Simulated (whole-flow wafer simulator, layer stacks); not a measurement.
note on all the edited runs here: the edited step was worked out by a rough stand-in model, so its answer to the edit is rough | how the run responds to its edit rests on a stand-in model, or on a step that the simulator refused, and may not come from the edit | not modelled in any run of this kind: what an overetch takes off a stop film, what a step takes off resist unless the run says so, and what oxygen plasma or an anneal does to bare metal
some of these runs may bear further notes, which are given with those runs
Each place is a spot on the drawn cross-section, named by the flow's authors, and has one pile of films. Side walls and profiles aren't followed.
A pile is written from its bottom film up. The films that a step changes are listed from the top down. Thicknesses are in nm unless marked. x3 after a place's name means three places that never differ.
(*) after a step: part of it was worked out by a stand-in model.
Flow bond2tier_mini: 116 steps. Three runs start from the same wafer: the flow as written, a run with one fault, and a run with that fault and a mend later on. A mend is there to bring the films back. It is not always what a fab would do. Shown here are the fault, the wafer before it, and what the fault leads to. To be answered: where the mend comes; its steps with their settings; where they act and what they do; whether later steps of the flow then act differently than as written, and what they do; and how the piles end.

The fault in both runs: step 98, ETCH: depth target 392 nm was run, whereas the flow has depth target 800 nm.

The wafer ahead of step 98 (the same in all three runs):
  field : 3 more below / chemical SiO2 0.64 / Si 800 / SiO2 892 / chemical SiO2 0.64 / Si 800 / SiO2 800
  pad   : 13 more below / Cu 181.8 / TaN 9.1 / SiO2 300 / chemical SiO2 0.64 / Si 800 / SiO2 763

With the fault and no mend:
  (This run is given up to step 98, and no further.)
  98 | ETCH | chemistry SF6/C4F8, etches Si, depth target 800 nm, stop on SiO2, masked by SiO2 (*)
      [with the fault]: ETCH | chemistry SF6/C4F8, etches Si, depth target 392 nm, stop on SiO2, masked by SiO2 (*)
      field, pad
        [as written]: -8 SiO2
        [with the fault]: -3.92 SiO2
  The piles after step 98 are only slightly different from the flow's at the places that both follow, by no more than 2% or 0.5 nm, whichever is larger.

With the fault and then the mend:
  After step 98 comes the mend.
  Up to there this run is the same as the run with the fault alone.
  98a | ETCH | chemistry SF6/C4F8, etches Si, depth target 408 nm, stop on SiO2, masked by SiO2 (*) (the flow's step 98 again, with other settings)
      field, pad
        -4.08 SiO2
  Every later step of the flow that is run acts as written at every place that is followed.
  The piles end the same as the flow's at every place that both follow.
